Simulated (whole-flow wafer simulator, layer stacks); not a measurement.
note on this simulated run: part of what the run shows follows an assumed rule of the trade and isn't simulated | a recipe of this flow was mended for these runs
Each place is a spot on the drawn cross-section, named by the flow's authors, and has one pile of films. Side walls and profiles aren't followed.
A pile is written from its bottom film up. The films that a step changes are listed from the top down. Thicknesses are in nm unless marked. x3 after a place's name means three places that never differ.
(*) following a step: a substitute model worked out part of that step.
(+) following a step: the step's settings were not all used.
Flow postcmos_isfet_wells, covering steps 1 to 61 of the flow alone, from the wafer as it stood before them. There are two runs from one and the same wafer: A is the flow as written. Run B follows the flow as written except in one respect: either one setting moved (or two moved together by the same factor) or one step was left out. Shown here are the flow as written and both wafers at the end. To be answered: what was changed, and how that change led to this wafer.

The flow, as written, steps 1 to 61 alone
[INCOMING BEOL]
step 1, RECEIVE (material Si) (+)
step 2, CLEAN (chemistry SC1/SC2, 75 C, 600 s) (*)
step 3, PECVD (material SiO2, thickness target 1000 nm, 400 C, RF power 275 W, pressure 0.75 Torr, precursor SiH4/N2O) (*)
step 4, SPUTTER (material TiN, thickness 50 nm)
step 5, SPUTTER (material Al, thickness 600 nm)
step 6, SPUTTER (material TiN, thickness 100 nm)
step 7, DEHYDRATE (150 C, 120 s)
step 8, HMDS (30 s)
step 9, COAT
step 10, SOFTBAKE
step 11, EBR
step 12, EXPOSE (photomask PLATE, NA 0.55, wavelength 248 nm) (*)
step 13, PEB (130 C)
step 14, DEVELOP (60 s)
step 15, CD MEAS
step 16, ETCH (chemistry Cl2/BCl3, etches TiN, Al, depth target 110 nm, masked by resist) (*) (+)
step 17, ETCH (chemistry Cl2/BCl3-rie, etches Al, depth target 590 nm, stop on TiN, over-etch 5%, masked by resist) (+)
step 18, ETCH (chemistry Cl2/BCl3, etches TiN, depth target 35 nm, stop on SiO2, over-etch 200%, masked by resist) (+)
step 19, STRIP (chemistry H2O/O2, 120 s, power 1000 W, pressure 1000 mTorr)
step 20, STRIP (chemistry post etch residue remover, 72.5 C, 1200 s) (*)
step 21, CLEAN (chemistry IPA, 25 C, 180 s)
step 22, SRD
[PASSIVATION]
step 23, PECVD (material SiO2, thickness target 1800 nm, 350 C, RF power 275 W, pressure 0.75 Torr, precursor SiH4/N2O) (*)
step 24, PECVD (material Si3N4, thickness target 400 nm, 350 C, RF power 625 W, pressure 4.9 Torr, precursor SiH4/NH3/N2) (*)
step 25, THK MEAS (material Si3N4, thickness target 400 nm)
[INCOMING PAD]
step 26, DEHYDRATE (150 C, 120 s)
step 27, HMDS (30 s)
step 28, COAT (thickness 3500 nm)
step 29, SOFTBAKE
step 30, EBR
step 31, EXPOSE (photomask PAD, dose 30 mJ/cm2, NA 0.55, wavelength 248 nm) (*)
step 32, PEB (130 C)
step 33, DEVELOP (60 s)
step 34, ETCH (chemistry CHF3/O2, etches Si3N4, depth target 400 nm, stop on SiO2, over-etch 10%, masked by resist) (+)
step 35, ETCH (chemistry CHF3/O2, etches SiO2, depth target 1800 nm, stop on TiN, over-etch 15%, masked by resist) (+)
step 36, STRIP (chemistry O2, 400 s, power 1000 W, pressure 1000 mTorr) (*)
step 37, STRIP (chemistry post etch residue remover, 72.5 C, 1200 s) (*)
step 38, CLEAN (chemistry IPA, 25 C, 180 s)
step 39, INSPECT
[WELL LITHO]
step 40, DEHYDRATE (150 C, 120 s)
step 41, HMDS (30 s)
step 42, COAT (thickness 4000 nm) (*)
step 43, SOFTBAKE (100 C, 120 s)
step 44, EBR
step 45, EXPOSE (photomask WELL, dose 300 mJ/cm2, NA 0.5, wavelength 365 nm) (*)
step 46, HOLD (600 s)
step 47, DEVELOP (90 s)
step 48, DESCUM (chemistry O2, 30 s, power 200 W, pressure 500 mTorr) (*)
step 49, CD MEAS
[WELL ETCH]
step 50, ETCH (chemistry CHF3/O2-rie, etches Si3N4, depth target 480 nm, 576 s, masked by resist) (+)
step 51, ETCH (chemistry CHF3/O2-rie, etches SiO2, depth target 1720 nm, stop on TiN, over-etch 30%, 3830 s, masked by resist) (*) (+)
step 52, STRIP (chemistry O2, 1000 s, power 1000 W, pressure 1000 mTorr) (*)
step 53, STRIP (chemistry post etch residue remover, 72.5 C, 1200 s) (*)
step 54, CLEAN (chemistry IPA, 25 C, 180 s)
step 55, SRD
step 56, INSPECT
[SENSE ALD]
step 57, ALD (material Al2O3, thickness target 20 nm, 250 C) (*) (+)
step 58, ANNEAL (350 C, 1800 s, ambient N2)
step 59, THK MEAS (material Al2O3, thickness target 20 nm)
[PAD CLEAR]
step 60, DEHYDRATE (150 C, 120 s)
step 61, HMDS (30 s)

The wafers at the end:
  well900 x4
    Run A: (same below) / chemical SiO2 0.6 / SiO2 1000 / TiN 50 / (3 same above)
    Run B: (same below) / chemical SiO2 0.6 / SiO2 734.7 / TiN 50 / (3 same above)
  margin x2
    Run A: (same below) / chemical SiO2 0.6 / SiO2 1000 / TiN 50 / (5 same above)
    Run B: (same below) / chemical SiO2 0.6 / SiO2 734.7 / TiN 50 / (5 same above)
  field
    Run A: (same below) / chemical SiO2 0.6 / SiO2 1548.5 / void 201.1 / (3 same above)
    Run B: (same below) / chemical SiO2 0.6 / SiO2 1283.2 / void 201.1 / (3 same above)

Cause: step 3, PECVD: RF power 151 W was run, whereas the flow has RF power 275 W.

The path from the change to this, step by step:
  step 3, PECVD (material SiO2, thickness target 1000 nm, 400 C, RF power 275 W, pressure 0.75 Torr, precursor SiH4/N2O) (*)
      field, margin x2, well900 x4, pad_clr, pad_open: A SiO2 gains 1000 (new film) | B SiO2 gains 734.7 (new film)
